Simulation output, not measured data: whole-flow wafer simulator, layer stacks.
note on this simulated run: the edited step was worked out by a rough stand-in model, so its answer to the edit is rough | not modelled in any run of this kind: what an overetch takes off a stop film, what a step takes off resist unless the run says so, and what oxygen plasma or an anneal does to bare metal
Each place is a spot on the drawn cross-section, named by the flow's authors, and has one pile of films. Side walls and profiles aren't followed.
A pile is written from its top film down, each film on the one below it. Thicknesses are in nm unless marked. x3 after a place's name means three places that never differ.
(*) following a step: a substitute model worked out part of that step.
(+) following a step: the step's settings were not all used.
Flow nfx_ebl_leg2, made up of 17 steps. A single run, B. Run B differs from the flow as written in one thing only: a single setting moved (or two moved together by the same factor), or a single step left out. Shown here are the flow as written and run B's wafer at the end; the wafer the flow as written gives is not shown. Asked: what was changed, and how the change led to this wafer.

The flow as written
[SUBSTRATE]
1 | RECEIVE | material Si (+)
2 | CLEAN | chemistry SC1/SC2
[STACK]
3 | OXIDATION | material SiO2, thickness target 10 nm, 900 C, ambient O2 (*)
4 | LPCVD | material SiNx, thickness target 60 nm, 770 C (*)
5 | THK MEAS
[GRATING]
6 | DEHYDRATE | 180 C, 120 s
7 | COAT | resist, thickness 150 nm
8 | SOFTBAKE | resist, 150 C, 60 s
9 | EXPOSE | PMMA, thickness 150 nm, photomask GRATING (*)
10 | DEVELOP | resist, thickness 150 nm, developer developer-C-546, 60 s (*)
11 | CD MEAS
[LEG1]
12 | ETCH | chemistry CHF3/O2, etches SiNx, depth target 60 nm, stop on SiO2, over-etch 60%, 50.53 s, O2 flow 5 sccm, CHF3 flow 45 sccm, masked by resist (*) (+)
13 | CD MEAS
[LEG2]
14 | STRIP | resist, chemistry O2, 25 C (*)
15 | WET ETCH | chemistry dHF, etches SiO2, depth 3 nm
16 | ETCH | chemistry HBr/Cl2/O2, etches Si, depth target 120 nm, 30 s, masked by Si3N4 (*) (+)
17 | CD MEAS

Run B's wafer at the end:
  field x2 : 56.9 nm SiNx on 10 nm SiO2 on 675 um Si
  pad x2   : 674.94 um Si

Cause: step 16, ETCH: depth target 54 nm was run, while the flow as written has depth target 120 nm; step 16, ETCH: 13.5 s was run, where the flow has 30 s.

Step by step, how the change led to this:
  16 | ETCH | chemistry HBr/Cl2/O2, etches Si, depth target 120 nm, 30 s, masked by Si3N4 (*) (+)
      field x2: SiNx loses 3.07 (as written it would have been: SiNx loses 6.82)
      pad x2: Si loses 54 (as written it would have been: Si loses 120)
